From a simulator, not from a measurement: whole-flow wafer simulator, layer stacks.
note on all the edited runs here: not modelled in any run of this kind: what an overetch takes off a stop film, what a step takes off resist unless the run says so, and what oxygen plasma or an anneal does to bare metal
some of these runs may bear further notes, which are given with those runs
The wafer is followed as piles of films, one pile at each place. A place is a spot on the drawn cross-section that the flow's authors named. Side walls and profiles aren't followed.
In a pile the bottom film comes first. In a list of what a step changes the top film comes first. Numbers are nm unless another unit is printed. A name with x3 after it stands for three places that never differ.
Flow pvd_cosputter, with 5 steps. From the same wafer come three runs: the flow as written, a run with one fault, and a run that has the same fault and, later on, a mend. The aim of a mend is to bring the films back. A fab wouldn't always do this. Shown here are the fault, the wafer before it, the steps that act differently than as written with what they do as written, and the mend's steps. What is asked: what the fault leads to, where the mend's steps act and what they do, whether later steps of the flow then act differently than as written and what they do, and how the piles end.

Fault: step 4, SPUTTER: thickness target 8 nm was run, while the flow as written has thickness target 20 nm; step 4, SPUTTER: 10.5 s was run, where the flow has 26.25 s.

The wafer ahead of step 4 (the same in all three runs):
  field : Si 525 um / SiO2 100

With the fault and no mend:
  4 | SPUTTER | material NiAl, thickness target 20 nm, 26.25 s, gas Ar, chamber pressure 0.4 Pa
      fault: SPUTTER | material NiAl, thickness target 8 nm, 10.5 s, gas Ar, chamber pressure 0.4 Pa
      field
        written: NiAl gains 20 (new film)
        fault: NiAl gains 8 (new film)
  Every later step of the flow that is run acts as written at every place that is followed.
  The piles end different from the flow's at field by more than 2% or 0.5 nm, whichever is larger.
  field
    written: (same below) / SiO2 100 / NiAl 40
    fault: (same below) / SiO2 100 / NiAl 28

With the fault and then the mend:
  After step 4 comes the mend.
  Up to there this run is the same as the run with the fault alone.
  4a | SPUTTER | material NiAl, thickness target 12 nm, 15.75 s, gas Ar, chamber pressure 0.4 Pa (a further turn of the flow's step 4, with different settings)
      field
        NiAl gains 12
  Every later step of the flow that is run acts as written at every place that is followed.
  The piles end the same as the flow's at every place that both follow.
